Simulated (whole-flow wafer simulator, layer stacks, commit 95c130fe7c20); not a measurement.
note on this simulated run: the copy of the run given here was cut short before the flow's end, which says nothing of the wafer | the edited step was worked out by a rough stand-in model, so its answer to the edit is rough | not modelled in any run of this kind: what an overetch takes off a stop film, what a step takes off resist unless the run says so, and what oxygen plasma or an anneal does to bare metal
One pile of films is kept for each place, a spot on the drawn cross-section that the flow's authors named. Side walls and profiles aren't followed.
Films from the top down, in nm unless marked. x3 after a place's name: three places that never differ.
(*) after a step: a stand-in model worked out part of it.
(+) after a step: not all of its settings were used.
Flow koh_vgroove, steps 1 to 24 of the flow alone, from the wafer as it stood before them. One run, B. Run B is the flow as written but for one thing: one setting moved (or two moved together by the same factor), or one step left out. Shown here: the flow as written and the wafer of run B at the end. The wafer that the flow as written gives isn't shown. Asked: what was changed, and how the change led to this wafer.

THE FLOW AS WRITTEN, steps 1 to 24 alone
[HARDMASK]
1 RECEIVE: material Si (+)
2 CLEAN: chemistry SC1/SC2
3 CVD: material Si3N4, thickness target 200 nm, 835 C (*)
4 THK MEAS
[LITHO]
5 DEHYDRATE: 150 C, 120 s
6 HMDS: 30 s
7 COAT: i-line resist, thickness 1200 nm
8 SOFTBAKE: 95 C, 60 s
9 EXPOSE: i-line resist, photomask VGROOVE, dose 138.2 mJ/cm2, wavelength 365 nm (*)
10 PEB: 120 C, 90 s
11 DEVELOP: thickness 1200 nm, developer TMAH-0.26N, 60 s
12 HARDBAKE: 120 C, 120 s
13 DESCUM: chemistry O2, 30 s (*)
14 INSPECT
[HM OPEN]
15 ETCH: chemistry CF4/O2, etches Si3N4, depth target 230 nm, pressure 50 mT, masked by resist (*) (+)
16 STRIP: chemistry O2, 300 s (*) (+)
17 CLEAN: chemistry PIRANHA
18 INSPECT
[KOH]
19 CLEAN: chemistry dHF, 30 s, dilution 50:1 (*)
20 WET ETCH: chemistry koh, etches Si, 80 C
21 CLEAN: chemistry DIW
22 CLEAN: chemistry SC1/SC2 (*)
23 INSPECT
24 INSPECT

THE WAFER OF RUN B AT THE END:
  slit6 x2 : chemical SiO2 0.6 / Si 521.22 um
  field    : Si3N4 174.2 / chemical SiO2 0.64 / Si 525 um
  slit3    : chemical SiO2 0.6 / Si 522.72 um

The cause: step 3, CVD: thickness target 175 nm was run, where the flow has thickness target 200 nm.

How the change led to this, step by step:
  3 CVD: material Si3N4, thickness target 200 nm, 835 C (*)
      field, slit3, slit2, slit6 x2: Si3N4 +175 (new film) (as written it would be: Si3N4 +200 (new film))
  15 ETCH: chemistry CF4/O2, etches Si3N4, depth target 230 nm, pressure 50 mT, masked by resist (*) (+)
      slit3, slit2, slit6 x2: Si3N4 -175 (all of it), chemical SiO2 -0.64 (all of it), Si -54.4 (as written it would be: Si3N4 -200 (all of it), chemical SiO2 -0.64 (all of it), Si -29.4)
